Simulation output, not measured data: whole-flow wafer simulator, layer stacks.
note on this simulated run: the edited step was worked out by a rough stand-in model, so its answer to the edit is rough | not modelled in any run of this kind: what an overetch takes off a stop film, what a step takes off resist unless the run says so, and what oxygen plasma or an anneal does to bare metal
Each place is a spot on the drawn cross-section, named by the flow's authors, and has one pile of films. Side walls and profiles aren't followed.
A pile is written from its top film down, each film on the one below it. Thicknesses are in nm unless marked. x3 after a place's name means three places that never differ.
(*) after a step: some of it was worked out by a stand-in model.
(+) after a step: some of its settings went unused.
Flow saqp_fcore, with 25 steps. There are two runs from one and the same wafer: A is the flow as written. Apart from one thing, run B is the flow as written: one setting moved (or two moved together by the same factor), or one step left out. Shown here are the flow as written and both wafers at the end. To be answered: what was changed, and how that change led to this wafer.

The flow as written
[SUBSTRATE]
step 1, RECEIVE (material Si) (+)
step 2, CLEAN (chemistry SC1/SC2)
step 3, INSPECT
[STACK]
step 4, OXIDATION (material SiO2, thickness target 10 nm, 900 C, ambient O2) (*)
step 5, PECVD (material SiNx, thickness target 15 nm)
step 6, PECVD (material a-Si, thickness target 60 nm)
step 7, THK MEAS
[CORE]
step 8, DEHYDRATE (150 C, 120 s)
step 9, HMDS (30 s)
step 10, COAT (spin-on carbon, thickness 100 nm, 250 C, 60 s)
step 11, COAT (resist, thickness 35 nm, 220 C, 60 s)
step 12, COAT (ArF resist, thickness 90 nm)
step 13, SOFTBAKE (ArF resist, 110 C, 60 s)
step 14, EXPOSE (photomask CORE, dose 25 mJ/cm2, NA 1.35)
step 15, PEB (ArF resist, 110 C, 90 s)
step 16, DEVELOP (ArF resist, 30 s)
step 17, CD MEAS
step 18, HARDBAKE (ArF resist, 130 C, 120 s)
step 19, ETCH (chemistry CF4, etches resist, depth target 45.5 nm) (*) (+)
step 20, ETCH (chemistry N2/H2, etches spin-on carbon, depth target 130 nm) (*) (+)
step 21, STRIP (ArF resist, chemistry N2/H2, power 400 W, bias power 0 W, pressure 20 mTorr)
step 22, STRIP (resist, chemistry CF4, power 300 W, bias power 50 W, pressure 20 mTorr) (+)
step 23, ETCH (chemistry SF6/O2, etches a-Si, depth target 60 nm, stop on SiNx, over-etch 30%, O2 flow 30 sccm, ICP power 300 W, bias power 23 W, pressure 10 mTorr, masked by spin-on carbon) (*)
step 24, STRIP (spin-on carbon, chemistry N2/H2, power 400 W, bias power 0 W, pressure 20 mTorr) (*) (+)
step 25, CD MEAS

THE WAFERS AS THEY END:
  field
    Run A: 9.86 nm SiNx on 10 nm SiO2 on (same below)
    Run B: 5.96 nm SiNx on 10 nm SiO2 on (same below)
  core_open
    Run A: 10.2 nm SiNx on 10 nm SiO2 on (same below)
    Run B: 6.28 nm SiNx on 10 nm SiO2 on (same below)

The reason: step 23, ETCH: depth target 84 nm was run, whereas the flow has depth target 60 nm.

Step by step, how the change led to this:
  step 23, ETCH (chemistry SF6/O2, etches a-Si, depth target 60 nm, stop on SiNx, over-etch 30%, O2 flow 30 sccm, ICP power 300 W, bias power 23 W, pressure 10 mTorr, masked by spin-on carbon) (*)
      field: A -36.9 a-Si (all of it), -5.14 SiNx | B -36.9 a-Si (all of it), -9.04 SiNx
      core_open: A -39.4 a-Si (all of it), -4.82 SiNx | B -39.4 a-Si (all of it), -8.72 SiNx
